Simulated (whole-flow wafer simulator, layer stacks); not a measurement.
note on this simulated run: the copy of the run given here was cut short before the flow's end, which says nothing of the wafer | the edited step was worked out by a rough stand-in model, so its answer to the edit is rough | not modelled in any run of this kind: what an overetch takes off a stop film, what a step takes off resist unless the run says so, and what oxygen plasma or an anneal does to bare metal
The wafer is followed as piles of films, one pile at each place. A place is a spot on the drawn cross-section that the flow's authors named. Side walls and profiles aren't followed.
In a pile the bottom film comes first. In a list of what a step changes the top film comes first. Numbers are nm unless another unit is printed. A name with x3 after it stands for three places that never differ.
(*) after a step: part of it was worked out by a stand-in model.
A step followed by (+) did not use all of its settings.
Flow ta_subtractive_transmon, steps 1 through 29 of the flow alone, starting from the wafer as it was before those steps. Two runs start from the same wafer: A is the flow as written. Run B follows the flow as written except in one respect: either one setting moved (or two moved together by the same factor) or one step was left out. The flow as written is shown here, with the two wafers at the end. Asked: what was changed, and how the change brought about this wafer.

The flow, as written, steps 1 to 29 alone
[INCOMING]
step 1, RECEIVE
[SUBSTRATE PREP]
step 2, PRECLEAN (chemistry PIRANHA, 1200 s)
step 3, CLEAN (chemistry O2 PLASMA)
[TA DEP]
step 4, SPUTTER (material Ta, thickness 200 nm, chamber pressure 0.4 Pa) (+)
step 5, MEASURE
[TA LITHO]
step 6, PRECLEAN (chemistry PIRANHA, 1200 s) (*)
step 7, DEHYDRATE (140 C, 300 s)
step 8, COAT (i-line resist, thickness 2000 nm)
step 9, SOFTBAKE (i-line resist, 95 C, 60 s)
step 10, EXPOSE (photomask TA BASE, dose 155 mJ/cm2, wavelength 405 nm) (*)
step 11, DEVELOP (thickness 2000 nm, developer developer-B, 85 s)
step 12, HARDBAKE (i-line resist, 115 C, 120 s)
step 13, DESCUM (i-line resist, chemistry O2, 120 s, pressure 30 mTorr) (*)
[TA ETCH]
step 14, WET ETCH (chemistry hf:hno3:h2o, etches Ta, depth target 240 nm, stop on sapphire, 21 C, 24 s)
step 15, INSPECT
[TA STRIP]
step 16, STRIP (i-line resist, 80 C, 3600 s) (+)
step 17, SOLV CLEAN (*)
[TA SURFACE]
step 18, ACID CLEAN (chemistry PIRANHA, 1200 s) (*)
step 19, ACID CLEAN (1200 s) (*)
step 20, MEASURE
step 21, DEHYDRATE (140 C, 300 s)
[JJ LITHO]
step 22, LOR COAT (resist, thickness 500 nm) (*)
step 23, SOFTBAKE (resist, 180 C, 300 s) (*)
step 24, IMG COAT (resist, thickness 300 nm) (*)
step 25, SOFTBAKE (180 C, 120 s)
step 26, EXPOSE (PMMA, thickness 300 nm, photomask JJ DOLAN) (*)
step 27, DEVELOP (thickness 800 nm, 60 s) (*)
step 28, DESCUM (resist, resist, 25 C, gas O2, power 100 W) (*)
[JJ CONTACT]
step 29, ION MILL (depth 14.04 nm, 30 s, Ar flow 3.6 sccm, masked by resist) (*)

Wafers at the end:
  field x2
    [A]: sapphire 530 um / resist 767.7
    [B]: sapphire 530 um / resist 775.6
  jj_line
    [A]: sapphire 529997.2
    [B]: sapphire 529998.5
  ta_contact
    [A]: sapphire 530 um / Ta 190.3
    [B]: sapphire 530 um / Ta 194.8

Cause: step 29, ION MILL: 15.8 s was run, while the flow as written has 30 s.

How this came from the change, step by step:
  step 29, ION MILL (depth 14.04 nm, 30 s, Ar flow 3.6 sccm, masked by resist) (*)
      field x2, ta_pad: A resist loses 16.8 | B resist loses 8.84
      jj_line, lead: A sapphire loses 2.8 | B sapphire loses 1.47
      (as well as at 1 more place)
